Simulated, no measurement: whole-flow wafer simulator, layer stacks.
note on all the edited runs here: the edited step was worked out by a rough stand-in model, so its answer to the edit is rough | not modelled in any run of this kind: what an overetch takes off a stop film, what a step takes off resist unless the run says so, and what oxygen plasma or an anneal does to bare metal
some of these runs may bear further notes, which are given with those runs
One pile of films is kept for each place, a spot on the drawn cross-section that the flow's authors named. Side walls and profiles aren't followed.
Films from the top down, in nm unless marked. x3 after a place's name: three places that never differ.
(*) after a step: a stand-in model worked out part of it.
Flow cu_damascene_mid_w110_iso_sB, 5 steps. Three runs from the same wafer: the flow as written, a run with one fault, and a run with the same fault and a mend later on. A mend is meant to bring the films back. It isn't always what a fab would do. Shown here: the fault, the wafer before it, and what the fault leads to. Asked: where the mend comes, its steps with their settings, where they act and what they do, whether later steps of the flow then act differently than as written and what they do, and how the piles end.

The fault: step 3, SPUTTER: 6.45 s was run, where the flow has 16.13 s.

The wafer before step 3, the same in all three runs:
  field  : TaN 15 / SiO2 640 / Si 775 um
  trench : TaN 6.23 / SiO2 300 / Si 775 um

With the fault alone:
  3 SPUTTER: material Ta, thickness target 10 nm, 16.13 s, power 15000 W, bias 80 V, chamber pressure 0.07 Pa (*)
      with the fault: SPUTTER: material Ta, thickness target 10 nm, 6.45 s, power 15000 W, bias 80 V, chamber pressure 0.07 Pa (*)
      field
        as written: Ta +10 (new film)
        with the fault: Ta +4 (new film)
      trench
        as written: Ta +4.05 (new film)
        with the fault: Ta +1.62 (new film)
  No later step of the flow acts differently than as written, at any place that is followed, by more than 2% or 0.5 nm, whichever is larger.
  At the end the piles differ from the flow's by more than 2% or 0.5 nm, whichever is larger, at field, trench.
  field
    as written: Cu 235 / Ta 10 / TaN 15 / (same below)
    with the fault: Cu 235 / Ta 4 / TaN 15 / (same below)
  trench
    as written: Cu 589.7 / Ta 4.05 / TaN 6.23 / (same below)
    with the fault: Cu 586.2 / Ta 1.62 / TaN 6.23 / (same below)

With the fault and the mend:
  The mend comes after step 3.
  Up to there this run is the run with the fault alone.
  3a SPUTTER: material Ta, thickness target 10 nm, 9.68 s, power 15000 W, bias 80 V, chamber pressure 0.07 Pa (*) (the flow's step 3 once more, with other settings)
      field
        Ta +6
      trench
        Ta +2.39
  No later step of the flow acts differently than as written at any place that is followed.
  At the end the piles differ from the flow's only slightly at the places that both follow, by at most 2% or 0.5 nm, whichever is larger.
